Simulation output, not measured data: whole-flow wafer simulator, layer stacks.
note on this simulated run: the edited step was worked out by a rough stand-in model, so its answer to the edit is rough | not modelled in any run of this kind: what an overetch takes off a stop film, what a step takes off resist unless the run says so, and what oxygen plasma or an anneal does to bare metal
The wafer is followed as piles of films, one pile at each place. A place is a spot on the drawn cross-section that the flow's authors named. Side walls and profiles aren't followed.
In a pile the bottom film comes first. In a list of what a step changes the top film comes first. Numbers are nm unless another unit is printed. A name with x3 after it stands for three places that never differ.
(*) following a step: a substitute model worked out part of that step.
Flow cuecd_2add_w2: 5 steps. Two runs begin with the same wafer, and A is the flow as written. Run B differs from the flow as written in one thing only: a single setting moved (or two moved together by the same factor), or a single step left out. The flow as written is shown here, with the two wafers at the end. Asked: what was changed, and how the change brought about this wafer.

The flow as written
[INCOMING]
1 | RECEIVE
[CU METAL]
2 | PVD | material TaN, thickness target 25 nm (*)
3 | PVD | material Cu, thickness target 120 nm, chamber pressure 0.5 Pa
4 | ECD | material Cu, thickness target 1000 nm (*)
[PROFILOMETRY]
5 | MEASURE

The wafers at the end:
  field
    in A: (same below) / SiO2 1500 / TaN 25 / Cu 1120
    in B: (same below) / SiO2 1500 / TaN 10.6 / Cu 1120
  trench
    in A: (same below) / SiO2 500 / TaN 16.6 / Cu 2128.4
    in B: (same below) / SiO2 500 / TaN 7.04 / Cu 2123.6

The reason: step 2, PVD: thickness target 10.6 nm was run, though the flow has thickness target 25 nm.
One can read it off the wafer: field has TaN 10.6, and step 2 as written asks for 25 nm.

Step by step, how the change led to this:
  2 | PVD | material TaN, thickness target 25 nm (*)
      field: A +25 TaN (new film) | B +10.6 TaN (new film)
      trench: A +16.6 TaN (new film) | B +7.04 TaN (new film)
